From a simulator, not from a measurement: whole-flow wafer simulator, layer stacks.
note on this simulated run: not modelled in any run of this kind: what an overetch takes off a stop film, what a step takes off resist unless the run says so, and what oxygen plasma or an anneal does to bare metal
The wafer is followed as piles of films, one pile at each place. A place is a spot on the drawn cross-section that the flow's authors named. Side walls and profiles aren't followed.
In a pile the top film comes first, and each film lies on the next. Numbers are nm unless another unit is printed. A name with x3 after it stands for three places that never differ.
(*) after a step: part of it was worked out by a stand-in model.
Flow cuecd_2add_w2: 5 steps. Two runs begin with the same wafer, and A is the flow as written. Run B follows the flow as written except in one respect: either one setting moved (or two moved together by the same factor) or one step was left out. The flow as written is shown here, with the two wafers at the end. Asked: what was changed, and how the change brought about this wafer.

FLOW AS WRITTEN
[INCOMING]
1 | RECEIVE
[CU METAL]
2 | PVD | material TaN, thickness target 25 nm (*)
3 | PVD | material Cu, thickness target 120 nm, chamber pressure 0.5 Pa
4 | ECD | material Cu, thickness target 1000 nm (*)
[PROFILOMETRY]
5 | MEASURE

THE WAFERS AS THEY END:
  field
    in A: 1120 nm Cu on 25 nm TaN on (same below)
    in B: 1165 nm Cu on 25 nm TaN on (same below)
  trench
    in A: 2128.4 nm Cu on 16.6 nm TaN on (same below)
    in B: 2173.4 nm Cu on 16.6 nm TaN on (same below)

The reason: step 3, PVD: thickness target 165 nm was run, whereas the flow has thickness target 120 nm.

Step by step, how the change led to this:
  3 | PVD | material Cu, thickness target 120 nm, chamber pressure 0.5 Pa
      field: A +120 Cu (new film) | B +165 Cu (new film)
      trench: A +80.8 Cu (new film) | B +110.8 Cu (new film)
